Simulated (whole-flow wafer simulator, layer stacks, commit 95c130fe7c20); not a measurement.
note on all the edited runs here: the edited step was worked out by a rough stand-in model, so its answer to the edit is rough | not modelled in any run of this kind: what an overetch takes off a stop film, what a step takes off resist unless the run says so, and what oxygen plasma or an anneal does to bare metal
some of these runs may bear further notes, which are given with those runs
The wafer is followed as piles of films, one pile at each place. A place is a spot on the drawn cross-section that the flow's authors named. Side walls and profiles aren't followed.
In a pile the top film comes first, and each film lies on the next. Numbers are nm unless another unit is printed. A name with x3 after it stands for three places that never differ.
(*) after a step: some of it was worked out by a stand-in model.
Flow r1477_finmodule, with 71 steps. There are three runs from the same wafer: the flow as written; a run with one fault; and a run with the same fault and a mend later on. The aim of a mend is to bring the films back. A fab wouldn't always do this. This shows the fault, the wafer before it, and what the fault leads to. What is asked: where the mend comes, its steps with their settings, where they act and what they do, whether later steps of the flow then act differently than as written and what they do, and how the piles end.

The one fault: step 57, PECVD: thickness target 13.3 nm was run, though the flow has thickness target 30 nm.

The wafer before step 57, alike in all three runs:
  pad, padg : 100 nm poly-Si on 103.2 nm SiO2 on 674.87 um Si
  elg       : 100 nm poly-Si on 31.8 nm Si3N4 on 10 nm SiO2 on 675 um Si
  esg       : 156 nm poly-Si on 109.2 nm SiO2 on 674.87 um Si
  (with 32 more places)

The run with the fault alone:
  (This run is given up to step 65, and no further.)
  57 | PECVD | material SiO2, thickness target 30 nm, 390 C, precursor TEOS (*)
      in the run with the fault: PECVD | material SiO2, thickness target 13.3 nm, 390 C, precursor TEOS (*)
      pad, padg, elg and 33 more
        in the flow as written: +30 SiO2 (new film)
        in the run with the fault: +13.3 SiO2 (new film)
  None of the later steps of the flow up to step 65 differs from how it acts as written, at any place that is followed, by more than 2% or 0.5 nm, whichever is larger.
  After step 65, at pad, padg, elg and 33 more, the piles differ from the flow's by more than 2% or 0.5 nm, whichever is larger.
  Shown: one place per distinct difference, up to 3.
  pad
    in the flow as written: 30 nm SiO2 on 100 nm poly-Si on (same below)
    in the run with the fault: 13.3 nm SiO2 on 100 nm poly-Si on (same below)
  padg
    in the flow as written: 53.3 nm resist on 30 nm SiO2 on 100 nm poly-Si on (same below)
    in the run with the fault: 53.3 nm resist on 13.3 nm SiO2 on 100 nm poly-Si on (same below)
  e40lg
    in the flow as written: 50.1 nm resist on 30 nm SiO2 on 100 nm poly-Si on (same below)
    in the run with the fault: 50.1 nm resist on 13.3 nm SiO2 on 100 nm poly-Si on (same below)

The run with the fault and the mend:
  The mend stands after step 64.
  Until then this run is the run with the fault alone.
  64a | STRIP | resist, chemistry O2, 60 C
      padg, elg, esg
        -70 resist (all of it)
      e40lg, e100lg, e200lg
        -66.9 resist (all of it)
      s40sg, s45sg
        -91 resist (all of it)
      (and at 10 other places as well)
  64b | PECVD | material SiO2, thickness target 16.7 nm, 390 C, precursor TEOS (*) (the flow's step 57, run once more with other settings)
      pad, padg, elg and 33 more
        +16.7 SiO2
  64c | DEHYDRATE | 150 C, 120 s (the flow's step 59, run once more)
      leaves every film unchanged at each place that is followed
  64d | COAT | resist, thickness 70 nm (*) (the flow's step 60, run once more)
      e40lg, e100lg, e200lg, elo, e40lo, e100lo, e200lo
        +66.9 resist (new film)
      pad, padg, elg, esg
        +70 resist (new film)
      s40sg, s45sg, s40so, s45so
        +91 resist (new film)
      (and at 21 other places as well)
  64e | SOFTBAKE | 180 C, 180 s (*) (the flow's step 61, run once more)
      leaves every film unchanged at each place that is followed
  64f | EXPOSE | resist, photomask GATE (the flow's step 62, run once more)
      leaves every film unchanged at each place that is followed
  64g | DEVELOP (*) (the flow's step 63, run once more)
      elo, e40lo, e100lo, e200lo
        -66.9 resist (all of it)
      eso, e40so
        -129.5 resist (all of it)
      s40so, s45so
        -91 resist (all of it)
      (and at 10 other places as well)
  None of the later steps of the flow acts differently than as written at any place that is followed.
  At every place that both follow, the piles at the end match the flow's.
